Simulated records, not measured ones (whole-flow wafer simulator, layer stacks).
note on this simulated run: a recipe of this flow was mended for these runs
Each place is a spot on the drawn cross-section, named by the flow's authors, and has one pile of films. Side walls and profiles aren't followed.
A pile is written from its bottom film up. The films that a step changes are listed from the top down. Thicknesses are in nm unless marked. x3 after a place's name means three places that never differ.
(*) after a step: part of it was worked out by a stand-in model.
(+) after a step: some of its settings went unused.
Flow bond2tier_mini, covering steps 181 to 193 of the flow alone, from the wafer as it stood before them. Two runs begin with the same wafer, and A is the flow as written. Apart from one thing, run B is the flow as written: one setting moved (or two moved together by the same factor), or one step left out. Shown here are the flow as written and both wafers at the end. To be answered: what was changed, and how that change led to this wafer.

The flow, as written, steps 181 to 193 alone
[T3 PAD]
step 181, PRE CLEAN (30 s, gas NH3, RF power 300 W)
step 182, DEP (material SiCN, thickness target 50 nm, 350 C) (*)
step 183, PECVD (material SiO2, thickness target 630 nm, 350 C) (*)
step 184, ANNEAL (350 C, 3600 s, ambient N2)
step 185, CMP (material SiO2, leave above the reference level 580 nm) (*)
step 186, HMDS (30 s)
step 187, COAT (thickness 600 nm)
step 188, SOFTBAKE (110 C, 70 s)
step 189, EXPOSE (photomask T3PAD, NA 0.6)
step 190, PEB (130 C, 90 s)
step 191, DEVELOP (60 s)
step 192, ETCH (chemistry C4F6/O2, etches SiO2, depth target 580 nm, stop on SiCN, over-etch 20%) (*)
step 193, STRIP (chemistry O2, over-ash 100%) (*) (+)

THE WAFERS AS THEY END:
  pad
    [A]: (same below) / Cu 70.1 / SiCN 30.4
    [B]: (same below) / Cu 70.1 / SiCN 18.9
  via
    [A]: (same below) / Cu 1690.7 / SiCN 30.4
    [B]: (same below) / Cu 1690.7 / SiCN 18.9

What caused this: step 192, ETCH: over-etch 31.8% was run, whereas the flow has over-etch 20%.

How this came from the change, step by step:
  step 192, ETCH (chemistry C4F6/O2, etches SiO2, depth target 580 nm, stop on SiCN, over-etch 20%) (*)
      pad, via: A -580 SiO2 (all of it), -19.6 SiCN | B -580 SiO2 (all of it), -31.1 SiCN
      field: A -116 thick-KrF-resist | B -127.4 thick-KrF-resist
  step 193, STRIP (chemistry O2, over-ash 100%) (*) (+)
      field: A -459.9 thick-KrF-resist (all of it) | B -448.5 thick-KrF-resist (all of it)
